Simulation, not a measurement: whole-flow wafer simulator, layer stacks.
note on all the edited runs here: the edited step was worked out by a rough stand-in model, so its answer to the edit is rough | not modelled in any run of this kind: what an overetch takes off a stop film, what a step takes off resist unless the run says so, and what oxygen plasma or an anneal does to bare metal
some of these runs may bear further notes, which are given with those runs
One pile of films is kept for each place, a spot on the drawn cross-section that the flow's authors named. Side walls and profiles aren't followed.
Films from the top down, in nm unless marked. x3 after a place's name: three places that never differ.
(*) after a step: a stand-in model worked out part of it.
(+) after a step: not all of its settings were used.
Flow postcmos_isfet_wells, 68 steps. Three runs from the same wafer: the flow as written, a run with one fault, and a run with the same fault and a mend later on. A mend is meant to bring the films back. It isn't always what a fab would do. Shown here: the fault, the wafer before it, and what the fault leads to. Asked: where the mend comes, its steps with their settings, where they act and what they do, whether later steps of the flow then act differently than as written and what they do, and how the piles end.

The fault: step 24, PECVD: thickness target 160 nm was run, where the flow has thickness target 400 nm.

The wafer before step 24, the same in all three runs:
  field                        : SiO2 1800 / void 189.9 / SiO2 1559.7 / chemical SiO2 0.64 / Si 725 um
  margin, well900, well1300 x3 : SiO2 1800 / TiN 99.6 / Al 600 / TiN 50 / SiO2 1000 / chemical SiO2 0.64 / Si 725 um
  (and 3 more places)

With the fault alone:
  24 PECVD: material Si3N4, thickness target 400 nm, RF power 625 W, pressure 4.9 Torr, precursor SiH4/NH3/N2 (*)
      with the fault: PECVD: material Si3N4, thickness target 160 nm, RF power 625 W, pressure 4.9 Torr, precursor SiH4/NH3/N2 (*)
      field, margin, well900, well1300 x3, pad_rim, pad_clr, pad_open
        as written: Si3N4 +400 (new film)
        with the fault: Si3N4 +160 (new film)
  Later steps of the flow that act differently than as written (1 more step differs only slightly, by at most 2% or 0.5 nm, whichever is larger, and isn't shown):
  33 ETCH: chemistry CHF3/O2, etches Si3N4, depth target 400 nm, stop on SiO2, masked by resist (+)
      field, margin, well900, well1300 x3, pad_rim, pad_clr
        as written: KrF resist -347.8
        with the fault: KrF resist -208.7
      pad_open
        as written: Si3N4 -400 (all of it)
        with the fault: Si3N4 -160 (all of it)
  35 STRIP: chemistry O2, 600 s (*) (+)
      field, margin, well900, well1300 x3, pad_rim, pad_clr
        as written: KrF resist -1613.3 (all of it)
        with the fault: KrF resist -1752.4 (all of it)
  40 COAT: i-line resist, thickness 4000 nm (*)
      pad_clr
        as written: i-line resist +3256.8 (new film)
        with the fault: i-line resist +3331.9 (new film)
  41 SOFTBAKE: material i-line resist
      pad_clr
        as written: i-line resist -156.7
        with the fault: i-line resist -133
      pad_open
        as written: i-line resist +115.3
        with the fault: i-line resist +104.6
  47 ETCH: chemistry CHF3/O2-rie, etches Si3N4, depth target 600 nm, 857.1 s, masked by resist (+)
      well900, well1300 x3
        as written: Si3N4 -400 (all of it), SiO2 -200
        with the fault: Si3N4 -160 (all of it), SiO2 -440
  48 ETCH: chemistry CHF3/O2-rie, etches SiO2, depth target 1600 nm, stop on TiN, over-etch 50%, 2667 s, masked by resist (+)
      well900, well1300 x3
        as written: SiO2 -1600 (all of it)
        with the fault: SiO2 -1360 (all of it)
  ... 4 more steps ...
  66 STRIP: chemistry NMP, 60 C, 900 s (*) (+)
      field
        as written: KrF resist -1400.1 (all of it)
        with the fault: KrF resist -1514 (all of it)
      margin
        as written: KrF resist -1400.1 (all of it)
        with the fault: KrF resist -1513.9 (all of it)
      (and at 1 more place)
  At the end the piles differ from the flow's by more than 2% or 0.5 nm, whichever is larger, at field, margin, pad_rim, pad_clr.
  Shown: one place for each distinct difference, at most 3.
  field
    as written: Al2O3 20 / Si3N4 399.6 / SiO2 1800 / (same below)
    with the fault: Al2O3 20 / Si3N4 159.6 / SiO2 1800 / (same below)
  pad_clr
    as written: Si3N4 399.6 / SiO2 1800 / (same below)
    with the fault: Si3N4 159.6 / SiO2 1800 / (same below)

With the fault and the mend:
  The mend comes after step 32.
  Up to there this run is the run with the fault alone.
  32a STRIP: chemistry O2, 600 s (*) (+)
      field, margin, well900, well1300 x3, pad_rim, pad_clr
        KrF resist -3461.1 (all of it)
  32b PECVD: material Si3N4, thickness target 240 nm, RF power 625 W, pressure 4.9 Torr, precursor SiH4/NH3/N2 (*) (the flow's step 24 once more, with other settings)
      field, margin, well900, well1300 x3, pad_rim, pad_clr, pad_open
        Si3N4 +240
  32c HMDS: 30 s (the flow's step 26 once more)
      changes no film at any place that is followed
  32d COAT: KrF resist, thickness 3500 nm (the flow's step 27 once more)
      field, margin, well900, well1300 x3, pad_rim, pad_clr, pad_open
        KrF resist +3500 (new film)
  32e SOFTBAKE: material KrF resist (the flow's step 28 once more)
      changes no film at any place that is followed
  32f EBR (the flow's step 29 once more)
      changes no film at any place that is followed
  32g EXPOSE: photomask PAD, dose 67.86 mJ/cm2, NA 0.55, wavelength 248 nm (*) (the flow's step 30 once more)
      changes no film at any place that is followed
  32h PEB (the flow's step 31 once more)
      field, margin, well900, well1300 x3, pad_rim, pad_clr, pad_open
        KrF resist -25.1
  32i DEVELOP: thickness 3500 nm, 60 s (the flow's step 32 once more)
      field, margin, well900, well1300 x3, pad_rim, pad_clr
        KrF resist -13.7
      pad_open
        KrF resist -3474.9 (all of it)
  No later step of the flow acts differently than as written at any place that is followed.
  At the end the piles are the same as the flow's at every place that both follow.
